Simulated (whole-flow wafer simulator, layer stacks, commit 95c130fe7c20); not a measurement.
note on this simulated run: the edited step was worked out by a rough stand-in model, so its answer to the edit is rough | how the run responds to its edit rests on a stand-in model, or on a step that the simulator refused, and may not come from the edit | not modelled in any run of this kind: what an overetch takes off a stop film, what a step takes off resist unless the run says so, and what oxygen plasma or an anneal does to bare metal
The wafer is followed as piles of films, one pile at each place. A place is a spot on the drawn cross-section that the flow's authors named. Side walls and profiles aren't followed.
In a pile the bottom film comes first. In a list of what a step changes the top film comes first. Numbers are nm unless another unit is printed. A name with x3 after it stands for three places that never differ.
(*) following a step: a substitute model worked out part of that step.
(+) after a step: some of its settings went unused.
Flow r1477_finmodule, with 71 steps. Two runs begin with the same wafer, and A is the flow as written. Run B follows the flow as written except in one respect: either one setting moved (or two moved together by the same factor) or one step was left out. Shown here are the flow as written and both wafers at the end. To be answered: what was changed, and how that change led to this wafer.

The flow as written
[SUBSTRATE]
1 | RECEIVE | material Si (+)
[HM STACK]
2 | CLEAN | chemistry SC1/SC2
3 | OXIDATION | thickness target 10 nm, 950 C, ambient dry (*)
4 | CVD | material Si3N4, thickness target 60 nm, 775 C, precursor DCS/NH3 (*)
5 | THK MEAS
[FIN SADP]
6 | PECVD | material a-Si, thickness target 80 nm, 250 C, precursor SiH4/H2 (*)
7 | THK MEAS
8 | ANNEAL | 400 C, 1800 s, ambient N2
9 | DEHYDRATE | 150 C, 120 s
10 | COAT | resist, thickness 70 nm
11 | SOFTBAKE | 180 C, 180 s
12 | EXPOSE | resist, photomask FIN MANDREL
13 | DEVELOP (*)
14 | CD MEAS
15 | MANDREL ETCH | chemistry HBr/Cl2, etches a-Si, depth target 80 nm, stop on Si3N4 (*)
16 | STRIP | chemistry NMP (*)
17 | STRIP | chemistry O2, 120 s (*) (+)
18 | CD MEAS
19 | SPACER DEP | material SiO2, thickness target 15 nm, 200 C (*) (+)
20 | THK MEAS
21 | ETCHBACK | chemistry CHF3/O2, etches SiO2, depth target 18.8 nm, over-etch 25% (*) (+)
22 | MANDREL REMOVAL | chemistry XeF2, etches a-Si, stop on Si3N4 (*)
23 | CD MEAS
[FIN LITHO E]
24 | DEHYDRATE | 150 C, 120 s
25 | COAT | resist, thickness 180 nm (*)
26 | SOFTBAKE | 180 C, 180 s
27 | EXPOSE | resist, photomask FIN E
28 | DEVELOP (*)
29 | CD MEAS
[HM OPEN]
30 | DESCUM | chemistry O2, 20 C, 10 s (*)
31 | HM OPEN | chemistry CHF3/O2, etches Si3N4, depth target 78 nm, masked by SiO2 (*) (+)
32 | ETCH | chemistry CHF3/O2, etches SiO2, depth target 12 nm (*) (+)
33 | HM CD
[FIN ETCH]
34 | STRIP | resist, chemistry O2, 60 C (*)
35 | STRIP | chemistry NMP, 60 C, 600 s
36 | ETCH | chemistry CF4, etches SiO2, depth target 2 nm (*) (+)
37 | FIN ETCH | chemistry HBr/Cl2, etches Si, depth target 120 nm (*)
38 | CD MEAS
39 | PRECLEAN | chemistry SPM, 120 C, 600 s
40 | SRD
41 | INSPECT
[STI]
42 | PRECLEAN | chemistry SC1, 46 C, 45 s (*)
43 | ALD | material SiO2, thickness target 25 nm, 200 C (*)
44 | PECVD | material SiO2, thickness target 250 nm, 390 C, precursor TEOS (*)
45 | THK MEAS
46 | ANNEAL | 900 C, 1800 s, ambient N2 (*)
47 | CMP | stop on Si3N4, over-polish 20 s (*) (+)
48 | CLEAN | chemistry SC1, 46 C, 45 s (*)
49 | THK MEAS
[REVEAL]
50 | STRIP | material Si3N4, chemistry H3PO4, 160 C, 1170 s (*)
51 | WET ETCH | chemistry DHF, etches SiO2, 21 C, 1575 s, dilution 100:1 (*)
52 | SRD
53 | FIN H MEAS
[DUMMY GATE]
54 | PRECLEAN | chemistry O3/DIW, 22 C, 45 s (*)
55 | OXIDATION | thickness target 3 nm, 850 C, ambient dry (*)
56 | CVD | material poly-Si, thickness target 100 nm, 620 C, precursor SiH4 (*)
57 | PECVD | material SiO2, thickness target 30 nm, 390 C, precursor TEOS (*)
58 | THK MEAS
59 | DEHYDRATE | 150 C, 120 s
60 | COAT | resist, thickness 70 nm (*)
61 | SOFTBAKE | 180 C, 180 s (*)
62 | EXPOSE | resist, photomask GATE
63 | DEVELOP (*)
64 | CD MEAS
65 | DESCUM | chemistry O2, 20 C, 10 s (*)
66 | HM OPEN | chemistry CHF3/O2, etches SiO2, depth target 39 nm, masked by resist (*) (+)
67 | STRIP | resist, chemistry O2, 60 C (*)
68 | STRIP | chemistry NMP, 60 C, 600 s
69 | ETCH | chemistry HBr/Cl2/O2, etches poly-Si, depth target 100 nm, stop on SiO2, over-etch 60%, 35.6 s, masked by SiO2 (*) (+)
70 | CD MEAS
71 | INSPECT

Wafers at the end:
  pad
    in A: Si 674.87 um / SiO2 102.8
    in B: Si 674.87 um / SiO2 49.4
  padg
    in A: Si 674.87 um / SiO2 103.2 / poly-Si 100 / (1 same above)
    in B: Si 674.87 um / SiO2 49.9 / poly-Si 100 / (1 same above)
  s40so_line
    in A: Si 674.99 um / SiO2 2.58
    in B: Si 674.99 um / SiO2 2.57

The reason: step 44, PECVD: thickness target 118.8 nm was run, whereas the flow has thickness target 250 nm.

The path from the change to this, step by step:
  44 | PECVD | material SiO2, thickness target 250 nm, 390 C, precursor TEOS (*)
      pad, padg, elg and 33 more: A SiO2 gains 250 | B SiO2 gains 118.8
  46 | ANNEAL | 900 C, 1800 s, ambient N2 (*)
      pad, padg, elg and 33 more: A SiO2 loses 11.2 | B SiO2 loses 5.35
  47 | CMP | stop on Si3N4, over-polish 20 s (*) (+)
      pad, padg, e40sg and 11 more: A SiO2 loses 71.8 | B nothing
      eso: A SiO2 loses 72.4 | B nothing
      (as well as at 21 more places)
  60 | COAT | resist, thickness 70 nm (*)
      e40lg, e100lg, e200lg, elo, e40lo, e100lo, e200lo: A resist gains 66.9 (new film) | B resist gains 64.2 (new film)
      e40sg, e40so: A resist gains 129.5 (new film) | B resist gains 180.3 (new film)
      (as well as at 23 more places)
  63 | DEVELOP (*)
      elo, e40lo, e100lo, e200lo: A resist loses 66.9 (all of it) | B resist loses 64.2 (all of it)
      eso: A resist loses 129.5 (all of it) | B resist loses 179.6 (all of it)
      (as well as at 12 more places)
  67 | STRIP | resist, chemistry O2, 60 C (*)
      e40lg, e100lg, e200lg: A resist loses 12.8 (all of it) | B resist loses 10.1 (all of it)
      e40sg: A resist loses 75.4 (all of it) | B resist loses 126.1 (all of it)
      (as well as at 11 more places)
